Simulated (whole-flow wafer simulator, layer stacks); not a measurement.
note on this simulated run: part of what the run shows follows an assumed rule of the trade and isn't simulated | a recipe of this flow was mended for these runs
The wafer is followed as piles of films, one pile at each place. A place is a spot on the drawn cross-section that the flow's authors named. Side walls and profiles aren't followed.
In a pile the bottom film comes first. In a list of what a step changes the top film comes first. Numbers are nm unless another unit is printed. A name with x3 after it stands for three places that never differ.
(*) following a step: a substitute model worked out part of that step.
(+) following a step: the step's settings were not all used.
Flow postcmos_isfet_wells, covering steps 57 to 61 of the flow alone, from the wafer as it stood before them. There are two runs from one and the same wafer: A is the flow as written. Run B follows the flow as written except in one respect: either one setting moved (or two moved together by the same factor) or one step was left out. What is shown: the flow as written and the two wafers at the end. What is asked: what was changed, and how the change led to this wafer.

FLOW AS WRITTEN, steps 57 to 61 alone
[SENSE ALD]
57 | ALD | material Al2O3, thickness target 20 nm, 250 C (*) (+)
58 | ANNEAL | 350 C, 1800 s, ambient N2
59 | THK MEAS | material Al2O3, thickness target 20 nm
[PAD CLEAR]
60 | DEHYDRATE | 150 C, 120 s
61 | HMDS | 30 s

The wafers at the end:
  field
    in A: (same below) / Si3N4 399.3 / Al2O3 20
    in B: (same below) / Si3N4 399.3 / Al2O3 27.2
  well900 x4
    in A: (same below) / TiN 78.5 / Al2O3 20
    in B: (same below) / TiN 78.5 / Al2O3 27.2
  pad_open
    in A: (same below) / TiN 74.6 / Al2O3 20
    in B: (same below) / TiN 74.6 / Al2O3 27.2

The reason: step 57, ALD: thickness target 27.25 nm was run, while the flow as written has thickness target 20 nm.
The wafer itself shows it: field has Al2O3 27.2, and step 57 as written asks for 20 nm.

The path from the change to this, step by step:
  57 | ALD | material Al2O3, thickness target 20 nm, 250 C (*) (+)
      field, margin x3, well900 x4, pad_open: A +20 Al2O3 (new film) | B +27.2 Al2O3 (new film)
